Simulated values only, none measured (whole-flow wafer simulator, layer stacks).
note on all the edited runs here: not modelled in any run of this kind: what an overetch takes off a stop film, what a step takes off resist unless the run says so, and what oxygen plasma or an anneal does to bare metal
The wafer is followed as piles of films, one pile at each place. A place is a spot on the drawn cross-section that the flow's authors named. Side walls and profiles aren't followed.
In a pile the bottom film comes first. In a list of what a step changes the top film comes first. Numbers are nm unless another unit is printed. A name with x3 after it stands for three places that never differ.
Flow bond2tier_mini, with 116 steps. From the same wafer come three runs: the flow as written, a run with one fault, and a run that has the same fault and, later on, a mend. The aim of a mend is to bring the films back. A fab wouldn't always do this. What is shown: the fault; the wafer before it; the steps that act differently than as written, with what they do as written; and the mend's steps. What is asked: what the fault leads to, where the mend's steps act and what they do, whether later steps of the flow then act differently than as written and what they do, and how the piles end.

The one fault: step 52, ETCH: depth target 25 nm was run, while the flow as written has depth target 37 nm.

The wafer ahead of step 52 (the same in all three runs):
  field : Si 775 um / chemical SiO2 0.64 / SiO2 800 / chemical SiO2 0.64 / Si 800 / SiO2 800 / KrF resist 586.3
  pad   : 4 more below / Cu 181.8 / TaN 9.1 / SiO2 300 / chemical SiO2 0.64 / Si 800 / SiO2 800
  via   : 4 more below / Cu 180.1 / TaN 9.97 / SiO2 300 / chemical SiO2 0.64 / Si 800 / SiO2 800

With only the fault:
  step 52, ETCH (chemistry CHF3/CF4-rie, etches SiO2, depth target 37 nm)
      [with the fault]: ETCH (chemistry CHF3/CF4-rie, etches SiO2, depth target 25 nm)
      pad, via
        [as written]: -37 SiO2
        [with the fault]: -25 SiO2
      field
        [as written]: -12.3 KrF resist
        [with the fault]: -8.33 KrF resist
  Every later step of the flow that is run acts as written, at every place that is followed, to within 2% or 0.5 nm, whichever is larger.
  At pad, the piles at the end differ from the flow's by more than 2% or 0.5 nm, whichever is larger.
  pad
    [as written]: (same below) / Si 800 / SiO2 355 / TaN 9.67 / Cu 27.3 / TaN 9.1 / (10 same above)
    [with the fault]: (same below) / Si 800 / SiO2 367 / TaN 9.78 / Cu 15.2 / TaN 9.1 / (10 same above)

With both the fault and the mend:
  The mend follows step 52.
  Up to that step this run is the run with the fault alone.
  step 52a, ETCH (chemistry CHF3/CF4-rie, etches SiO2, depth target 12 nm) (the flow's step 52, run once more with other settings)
      pad, via
        -12 SiO2
      field
        -4 KrF resist
  Every later step of the flow that is run acts as written at every place that is followed.
  The piles end the same as the flow's at every place that both follow.
